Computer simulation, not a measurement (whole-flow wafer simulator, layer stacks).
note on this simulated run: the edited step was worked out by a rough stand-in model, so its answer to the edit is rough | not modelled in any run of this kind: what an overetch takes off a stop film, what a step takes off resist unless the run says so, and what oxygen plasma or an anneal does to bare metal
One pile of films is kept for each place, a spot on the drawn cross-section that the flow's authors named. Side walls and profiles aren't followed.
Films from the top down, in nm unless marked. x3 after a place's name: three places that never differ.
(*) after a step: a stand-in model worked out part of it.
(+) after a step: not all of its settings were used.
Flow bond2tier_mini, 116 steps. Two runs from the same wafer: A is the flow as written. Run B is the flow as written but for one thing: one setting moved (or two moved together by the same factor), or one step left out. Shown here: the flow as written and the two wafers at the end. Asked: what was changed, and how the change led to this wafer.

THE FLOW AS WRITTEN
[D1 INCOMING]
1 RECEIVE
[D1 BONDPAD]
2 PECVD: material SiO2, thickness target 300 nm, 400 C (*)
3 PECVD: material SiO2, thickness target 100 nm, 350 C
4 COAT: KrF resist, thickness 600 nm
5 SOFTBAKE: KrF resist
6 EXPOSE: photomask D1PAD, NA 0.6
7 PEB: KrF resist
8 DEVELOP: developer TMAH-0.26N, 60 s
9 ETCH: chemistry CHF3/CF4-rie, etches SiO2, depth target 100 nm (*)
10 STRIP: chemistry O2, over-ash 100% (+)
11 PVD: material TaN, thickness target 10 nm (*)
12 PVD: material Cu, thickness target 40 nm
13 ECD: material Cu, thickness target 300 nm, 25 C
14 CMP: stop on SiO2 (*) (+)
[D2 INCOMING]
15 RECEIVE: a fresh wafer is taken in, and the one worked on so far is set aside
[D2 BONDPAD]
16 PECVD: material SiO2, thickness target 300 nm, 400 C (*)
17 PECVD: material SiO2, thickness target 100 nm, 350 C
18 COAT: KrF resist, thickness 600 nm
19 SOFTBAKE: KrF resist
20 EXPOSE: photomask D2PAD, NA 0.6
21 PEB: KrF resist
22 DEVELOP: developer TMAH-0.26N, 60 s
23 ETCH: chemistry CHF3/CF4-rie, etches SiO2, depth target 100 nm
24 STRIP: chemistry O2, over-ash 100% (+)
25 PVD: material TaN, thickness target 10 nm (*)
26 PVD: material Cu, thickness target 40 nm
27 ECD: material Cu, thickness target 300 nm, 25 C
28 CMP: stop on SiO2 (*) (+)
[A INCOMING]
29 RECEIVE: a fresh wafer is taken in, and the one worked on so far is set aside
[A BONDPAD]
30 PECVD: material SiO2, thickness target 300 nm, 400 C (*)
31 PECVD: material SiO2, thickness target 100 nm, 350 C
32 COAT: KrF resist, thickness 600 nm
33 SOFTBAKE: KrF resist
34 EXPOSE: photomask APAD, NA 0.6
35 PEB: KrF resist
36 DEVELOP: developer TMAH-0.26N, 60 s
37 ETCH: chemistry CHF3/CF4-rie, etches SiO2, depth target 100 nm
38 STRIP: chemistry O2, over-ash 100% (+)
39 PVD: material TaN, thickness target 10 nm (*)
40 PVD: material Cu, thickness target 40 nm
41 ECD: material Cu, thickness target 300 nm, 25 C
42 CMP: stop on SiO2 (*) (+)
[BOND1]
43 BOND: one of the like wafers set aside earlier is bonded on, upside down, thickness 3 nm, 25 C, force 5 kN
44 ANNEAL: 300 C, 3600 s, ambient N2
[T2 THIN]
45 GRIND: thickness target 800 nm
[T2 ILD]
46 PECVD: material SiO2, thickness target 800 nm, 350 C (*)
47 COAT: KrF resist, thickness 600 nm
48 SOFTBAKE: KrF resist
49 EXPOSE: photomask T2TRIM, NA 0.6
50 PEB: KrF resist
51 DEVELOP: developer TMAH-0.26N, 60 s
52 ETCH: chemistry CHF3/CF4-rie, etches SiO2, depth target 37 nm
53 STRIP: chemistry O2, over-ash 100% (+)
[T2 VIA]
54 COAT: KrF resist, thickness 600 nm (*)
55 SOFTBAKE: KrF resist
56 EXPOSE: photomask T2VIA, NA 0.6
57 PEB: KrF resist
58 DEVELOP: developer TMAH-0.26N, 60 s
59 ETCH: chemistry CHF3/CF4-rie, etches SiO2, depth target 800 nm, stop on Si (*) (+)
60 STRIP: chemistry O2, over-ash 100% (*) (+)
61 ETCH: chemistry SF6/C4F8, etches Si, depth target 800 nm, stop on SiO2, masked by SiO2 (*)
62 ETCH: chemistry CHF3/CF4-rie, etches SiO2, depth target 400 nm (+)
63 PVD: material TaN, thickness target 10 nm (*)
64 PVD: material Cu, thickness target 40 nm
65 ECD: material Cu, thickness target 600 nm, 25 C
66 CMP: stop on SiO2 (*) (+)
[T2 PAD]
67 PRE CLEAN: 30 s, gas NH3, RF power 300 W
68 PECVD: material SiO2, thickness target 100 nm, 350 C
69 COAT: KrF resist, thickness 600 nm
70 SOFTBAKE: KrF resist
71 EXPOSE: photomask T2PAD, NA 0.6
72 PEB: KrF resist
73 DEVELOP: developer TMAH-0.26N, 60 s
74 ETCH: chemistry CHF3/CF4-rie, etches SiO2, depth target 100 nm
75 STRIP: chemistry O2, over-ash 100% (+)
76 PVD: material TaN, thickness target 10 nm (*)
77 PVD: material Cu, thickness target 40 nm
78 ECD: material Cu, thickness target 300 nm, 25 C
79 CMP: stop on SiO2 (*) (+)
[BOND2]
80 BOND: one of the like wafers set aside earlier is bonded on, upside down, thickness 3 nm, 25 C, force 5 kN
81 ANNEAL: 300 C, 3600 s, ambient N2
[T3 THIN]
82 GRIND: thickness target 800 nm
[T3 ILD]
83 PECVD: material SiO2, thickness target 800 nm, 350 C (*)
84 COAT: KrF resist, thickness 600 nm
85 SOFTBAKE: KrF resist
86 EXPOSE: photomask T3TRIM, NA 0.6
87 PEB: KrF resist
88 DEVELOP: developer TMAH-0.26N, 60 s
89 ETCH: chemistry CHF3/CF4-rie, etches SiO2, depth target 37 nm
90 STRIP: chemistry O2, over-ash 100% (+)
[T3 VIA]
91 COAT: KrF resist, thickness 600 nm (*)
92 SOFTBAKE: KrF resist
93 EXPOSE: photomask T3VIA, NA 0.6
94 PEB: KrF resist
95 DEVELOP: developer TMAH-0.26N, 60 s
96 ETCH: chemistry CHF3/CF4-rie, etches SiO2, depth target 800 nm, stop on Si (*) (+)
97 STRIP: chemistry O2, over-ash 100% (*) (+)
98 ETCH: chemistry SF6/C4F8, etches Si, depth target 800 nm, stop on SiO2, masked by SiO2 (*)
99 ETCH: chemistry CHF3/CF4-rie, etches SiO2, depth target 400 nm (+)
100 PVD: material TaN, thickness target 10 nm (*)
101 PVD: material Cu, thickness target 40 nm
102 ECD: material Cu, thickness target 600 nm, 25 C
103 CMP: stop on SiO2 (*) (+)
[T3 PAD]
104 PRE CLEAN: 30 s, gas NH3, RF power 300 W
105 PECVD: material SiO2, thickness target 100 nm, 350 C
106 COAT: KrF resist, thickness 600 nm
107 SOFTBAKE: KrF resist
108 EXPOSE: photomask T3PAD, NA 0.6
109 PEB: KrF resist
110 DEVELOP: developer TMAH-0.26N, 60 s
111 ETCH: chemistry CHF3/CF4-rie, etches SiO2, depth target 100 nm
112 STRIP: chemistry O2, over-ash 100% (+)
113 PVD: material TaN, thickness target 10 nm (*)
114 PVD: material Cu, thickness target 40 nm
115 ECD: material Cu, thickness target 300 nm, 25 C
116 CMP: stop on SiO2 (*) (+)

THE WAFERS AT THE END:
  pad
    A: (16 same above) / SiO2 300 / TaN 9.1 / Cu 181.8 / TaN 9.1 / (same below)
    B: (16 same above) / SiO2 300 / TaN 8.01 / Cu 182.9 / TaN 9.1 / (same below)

The cause: step 11, PVD: thickness target 8.8 nm was run, where the flow has thickness target 10 nm.

How the change led to this, step by step:
  11 PVD: material TaN, thickness target 10 nm (*)
      field: A TaN +10 (new film) | B TaN +8.8 (new film)
      pad: A TaN +9.1 (new film) | B TaN +8.01 (new film)
      (and at 1 more place)
  14 CMP: stop on SiO2 (*) (+)
      field: A Cu -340 (all of it), TaN -10 (all of it) | B Cu -340 (all of it), TaN -8.8 (all of it)
  43 BOND: one of the like wafers set aside earlier is bonded on, upside down, thickness 3 nm, 25 C, force 5 kN
      pad: A Si +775 um (new film), chemical SiO2 +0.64 (new film), SiO2 +300 (new film), TaN +9.1 (new film), Cu +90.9 | B Si +775 um (new film), chemical SiO2 +0.64 (new film), SiO2 +300 (new film), TaN +8.01 (new film), Cu +92
      via: A Si +775 um (new film), chemical SiO2 +0.64 (new film), SiO2 +300 (new film), TaN +9.97 (new film), Cu +90 | B Si +775 um (new film), chemical SiO2 +0.64 (new film), SiO2 +300 (new film), TaN +8.78 (new film), Cu +91.2
